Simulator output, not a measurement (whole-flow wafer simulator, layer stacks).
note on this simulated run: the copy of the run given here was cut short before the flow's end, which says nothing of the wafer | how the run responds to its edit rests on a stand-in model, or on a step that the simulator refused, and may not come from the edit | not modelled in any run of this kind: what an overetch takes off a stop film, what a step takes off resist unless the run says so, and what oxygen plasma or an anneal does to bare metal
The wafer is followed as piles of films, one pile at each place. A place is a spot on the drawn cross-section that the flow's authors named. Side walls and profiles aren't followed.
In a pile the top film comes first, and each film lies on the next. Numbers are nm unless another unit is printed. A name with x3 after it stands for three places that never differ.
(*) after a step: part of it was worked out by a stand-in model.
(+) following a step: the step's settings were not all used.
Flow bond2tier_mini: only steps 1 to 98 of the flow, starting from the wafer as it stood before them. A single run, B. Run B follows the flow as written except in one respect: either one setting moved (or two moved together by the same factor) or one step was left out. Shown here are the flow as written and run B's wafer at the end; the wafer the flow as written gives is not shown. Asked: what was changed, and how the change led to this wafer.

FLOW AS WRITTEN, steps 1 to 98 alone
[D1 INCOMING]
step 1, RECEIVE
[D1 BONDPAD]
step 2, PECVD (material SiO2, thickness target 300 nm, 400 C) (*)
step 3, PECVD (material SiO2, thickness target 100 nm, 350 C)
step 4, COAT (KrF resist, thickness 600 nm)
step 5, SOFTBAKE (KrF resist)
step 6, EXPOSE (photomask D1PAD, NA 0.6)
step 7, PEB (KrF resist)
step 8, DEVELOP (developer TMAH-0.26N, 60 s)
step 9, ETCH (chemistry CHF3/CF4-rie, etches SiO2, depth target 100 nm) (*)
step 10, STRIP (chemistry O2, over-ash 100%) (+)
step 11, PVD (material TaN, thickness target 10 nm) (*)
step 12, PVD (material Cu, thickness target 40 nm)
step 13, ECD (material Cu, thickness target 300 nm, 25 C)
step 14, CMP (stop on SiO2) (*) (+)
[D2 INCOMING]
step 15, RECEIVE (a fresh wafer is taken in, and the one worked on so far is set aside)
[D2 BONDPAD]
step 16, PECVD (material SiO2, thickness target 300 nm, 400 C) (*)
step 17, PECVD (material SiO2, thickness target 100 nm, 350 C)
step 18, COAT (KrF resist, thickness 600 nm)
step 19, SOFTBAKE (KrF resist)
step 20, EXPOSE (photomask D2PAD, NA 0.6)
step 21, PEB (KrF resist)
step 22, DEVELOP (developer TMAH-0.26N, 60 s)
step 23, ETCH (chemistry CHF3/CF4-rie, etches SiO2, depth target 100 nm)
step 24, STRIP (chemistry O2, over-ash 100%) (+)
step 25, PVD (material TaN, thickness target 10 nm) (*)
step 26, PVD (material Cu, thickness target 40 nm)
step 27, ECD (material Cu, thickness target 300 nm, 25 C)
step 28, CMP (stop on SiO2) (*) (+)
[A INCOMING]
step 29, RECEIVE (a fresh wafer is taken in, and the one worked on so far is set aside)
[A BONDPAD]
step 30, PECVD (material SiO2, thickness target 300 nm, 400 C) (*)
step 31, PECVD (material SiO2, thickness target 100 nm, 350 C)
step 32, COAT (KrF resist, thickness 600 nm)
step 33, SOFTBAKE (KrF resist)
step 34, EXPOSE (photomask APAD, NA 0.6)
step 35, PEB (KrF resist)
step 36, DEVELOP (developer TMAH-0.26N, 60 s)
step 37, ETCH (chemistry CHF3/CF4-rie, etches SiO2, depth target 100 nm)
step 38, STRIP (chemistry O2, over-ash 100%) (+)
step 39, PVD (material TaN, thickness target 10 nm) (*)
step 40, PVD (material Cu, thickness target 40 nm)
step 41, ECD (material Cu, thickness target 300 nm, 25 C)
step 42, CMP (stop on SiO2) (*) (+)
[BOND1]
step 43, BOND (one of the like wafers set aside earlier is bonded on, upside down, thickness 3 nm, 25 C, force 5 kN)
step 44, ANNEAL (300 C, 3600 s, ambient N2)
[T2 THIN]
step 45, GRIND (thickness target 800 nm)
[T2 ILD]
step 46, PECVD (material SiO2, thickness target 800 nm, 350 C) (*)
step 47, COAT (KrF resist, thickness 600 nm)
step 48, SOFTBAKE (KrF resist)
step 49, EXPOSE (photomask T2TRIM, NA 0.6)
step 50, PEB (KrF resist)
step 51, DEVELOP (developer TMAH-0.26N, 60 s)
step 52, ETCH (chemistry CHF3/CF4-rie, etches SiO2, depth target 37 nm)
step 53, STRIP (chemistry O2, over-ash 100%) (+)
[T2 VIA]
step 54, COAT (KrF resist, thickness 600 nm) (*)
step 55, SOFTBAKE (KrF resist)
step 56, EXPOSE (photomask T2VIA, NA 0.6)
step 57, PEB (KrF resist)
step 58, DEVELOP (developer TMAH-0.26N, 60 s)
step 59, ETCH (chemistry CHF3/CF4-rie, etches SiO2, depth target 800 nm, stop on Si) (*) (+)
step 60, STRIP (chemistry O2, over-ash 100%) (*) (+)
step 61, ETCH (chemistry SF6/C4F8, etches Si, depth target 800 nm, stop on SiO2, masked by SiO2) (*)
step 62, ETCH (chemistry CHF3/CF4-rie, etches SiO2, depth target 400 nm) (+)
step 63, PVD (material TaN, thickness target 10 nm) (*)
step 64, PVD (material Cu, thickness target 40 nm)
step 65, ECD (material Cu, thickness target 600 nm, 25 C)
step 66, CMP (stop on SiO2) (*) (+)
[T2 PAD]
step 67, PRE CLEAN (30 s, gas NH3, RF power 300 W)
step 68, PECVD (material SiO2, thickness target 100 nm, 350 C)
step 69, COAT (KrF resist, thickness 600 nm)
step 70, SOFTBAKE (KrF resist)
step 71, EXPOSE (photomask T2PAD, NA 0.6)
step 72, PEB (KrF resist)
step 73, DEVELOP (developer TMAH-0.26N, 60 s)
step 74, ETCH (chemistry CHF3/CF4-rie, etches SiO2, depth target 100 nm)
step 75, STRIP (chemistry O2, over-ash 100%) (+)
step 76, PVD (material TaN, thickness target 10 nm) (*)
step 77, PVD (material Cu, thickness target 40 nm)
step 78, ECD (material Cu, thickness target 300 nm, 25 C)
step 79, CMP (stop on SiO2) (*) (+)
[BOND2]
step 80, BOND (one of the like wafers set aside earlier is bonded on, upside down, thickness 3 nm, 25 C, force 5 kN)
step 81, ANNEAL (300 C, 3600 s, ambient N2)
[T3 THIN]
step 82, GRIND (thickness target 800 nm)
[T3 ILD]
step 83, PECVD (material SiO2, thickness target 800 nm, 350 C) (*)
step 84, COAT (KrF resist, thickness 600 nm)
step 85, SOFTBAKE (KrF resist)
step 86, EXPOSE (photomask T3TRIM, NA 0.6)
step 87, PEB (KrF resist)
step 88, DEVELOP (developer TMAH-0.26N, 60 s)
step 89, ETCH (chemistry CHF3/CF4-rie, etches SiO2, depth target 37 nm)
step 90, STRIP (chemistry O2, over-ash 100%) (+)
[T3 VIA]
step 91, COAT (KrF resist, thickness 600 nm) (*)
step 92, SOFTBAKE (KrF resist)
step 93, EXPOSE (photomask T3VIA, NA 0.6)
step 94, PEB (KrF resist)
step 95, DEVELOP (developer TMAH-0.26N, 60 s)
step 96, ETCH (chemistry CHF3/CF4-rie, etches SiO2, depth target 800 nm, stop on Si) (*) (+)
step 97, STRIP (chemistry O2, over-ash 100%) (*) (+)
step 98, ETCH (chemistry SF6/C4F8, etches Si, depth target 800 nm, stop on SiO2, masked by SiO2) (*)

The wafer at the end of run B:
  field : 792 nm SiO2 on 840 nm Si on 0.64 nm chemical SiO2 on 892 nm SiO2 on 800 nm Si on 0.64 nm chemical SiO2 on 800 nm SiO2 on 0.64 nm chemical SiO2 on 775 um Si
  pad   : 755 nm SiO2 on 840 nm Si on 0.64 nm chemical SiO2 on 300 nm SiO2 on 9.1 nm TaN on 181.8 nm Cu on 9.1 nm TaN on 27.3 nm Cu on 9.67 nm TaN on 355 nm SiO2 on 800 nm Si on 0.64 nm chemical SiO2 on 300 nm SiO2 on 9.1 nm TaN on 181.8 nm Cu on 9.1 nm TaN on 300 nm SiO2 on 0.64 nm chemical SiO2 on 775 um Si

The reason: step 82, GRIND: thickness target 840 nm was run, whereas the flow has thickness target 800 nm.
The wafer itself shows it: field has Si 840, and step 82 as written asks for 800 nm.

Step by step, how the change led to this:
  step 82, GRIND (thickness target 800 nm)
      field, pad: -774.16 um Si (as written it would have been: -774.2 um Si)
